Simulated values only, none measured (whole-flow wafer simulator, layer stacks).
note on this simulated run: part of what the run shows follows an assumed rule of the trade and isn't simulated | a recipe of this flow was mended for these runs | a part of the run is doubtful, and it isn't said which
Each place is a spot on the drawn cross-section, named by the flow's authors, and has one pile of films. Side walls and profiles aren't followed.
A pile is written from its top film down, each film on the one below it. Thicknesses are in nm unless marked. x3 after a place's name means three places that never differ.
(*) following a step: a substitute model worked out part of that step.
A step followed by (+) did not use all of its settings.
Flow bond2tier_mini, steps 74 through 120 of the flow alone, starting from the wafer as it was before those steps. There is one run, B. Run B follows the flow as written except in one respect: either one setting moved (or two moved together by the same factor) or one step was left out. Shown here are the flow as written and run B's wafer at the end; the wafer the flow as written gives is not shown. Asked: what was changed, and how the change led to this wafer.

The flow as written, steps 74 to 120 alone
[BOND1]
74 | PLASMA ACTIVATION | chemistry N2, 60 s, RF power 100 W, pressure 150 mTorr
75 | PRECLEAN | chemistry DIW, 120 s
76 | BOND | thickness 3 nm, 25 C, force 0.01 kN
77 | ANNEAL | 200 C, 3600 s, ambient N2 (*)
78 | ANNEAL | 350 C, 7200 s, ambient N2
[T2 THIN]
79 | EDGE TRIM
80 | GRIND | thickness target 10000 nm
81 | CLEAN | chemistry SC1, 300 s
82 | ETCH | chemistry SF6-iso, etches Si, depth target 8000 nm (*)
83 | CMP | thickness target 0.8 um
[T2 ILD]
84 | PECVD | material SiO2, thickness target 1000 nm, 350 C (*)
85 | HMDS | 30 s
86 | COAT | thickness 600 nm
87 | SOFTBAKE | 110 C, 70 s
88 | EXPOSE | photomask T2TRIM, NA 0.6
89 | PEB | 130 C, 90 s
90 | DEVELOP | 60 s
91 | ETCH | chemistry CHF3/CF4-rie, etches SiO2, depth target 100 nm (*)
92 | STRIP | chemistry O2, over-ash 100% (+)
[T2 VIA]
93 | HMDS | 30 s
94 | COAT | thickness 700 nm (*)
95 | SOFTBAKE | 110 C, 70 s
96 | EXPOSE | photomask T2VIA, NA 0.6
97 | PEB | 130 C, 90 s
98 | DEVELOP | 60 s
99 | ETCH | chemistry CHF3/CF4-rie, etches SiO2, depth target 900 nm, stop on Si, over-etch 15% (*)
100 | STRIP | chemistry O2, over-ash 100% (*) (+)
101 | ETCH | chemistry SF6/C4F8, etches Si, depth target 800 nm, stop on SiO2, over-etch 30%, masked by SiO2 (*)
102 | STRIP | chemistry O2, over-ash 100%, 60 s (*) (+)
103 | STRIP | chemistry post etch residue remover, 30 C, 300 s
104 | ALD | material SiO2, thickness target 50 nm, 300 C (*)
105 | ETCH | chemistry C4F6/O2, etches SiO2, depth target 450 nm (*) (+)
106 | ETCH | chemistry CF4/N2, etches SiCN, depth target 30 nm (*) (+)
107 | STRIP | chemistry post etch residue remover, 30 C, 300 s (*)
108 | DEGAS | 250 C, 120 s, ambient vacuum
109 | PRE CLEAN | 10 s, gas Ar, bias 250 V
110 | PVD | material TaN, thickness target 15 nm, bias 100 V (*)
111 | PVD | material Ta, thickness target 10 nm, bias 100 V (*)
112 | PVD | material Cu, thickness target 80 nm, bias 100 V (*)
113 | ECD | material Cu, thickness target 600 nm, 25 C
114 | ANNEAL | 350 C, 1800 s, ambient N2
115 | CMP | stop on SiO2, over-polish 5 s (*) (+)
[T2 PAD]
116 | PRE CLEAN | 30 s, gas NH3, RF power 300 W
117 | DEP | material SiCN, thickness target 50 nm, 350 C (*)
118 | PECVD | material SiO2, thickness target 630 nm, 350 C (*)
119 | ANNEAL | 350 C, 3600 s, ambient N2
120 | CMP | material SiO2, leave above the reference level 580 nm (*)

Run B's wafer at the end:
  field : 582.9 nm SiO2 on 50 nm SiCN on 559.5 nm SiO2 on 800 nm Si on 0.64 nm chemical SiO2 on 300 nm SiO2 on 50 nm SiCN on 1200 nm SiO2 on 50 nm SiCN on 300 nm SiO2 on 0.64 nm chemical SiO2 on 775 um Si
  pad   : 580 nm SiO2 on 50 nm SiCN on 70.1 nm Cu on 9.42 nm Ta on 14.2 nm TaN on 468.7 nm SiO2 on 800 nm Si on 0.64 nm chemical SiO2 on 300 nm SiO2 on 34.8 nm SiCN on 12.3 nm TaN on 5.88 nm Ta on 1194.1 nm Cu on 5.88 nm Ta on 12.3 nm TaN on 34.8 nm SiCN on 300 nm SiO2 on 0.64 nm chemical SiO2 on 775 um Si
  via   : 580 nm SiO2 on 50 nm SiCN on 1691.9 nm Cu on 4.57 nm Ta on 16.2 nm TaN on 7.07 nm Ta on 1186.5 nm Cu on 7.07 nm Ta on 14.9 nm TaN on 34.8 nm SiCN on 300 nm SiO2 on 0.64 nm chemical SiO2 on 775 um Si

Cause: step 106, ETCH: depth target 27 nm was run, while the flow as written has depth target 30 nm.

Step by step, how the change led to this:
  106 | ETCH | chemistry CF4/N2, etches SiCN, depth target 30 nm (*) (+)
      field, pad: -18 SiO2 (as written it would have been: -20 SiO2)
      via: -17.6 SiCN (all of it), -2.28 TaN (as written it would have been: -17.6 SiCN (all of it), -3.01 TaN)
